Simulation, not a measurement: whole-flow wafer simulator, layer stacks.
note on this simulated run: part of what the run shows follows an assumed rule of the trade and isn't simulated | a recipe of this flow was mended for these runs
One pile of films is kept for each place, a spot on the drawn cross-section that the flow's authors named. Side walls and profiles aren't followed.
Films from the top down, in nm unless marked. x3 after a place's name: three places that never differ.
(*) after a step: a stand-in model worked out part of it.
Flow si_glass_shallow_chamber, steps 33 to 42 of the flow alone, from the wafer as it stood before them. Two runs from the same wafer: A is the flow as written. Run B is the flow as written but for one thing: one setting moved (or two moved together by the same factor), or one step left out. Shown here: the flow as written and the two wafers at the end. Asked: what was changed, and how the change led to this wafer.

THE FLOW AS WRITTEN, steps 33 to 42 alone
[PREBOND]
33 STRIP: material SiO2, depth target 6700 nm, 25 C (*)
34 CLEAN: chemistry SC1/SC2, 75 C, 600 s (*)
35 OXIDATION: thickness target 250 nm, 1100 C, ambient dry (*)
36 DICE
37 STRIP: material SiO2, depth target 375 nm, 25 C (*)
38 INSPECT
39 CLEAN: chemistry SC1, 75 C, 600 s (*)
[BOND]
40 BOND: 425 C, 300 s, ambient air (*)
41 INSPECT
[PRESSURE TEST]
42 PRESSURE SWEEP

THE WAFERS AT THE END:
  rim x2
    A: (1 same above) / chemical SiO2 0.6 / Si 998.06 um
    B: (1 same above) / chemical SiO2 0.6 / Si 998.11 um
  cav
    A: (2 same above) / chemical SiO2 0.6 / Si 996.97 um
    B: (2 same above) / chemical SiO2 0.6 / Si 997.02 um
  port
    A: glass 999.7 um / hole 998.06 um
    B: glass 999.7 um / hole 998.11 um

The cause: step 35, OXIDATION: thickness target 137.5 nm was run, where the flow has thickness target 250 nm.

How the change led to this, step by step:
  35 OXIDATION: thickness target 250 nm, 1100 C, ambient dry (*)
      rim x2, cav, septum, ring: A SiO2 +250 (new film), chemical SiO2 -0.6 (all of it), Si -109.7 | B SiO2 +137.5 (new film), chemical SiO2 -0.6 (all of it), Si -60.2
  37 STRIP: material SiO2, depth target 375 nm, 25 C (*)
      rim x2, cav, septum, ring: A SiO2 -250 (all of it) | B SiO2 -137.5 (all of it)
  40 BOND: 425 C, 300 s, ambient air (*)
      port: A glass +999.7 um (new film), hole +1017.3 | B glass +999.7 um (new film), hole +1066.8
